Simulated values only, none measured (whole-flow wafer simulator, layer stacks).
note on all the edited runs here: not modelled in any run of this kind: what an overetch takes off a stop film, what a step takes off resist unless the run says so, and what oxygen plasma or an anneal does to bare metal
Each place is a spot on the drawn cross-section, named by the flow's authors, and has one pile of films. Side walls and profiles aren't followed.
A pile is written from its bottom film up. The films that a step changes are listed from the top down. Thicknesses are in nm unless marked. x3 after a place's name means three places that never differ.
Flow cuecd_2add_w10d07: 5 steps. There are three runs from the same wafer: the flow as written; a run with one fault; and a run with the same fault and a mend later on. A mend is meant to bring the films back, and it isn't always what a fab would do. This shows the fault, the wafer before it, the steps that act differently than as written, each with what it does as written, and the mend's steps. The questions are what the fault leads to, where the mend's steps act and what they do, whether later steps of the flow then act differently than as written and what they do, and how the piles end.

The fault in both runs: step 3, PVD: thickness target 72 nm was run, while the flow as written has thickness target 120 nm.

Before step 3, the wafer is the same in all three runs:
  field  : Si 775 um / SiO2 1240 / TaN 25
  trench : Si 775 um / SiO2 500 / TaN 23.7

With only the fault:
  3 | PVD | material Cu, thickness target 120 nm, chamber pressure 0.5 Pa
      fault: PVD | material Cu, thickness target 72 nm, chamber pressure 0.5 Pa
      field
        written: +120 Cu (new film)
        fault: +72 Cu (new film)
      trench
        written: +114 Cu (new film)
        fault: +68.3 Cu (new film)
  None of the later steps of the flow acts differently than as written at any place that is followed.
  By the end, the piles at field, trench depart from the flow's by more than 2% or 0.5 nm, whichever is larger.
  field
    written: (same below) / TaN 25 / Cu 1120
    fault: (same below) / TaN 25 / Cu 1072
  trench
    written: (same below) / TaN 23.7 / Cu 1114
    fault: (same below) / TaN 23.7 / Cu 1068.3

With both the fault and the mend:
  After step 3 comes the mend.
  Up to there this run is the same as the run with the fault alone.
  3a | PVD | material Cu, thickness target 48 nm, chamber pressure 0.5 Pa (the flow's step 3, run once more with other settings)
      field
        +48 Cu
      trench
        +45.5 Cu
  None of the later steps of the flow acts differently than as written at any place that is followed.
  The piles end only slightly different from the flow's at the places that both follow, by no more than 2% or 0.5 nm, whichever is larger.
